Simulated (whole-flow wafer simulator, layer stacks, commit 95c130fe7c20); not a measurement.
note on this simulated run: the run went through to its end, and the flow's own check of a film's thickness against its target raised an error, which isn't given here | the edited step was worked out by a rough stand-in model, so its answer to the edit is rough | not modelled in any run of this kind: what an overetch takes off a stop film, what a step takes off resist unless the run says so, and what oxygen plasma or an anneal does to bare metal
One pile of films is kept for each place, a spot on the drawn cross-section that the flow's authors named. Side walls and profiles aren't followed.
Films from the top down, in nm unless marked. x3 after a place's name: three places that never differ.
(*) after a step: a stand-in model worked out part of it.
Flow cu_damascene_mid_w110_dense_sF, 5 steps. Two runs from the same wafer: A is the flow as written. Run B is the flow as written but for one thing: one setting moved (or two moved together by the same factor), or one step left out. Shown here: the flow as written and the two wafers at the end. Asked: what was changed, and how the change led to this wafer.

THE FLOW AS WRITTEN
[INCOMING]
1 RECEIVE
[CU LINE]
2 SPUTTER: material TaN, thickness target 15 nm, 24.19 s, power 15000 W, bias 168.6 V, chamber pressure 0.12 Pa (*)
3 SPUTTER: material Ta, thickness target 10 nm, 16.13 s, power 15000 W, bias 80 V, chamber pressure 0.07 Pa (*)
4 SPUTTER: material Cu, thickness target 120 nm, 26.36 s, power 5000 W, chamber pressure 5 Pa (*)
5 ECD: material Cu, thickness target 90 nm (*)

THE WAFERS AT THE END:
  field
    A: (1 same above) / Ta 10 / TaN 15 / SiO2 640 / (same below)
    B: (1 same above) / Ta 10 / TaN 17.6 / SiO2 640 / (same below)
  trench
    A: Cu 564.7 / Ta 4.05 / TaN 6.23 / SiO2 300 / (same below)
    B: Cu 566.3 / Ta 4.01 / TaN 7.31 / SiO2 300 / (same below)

The cause: step 2, SPUTTER: thickness target 17.6 nm was run, where the flow has thickness target 15 nm; step 2, SPUTTER: 28.42 s was run, where the flow has 24.19 s.
It can be read off the wafer: field has TaN 17.6, and step 2 as written asks for 15 nm.

How the change led to this, step by step:
  2 SPUTTER: material TaN, thickness target 15 nm, 24.19 s, power 15000 W, bias 168.6 V, chamber pressure 0.12 Pa (*)
      field: A TaN +15 (new film) | B TaN +17.6 (new film)
      trench: A TaN +6.23 (new film) | B TaN +7.31 (new film)
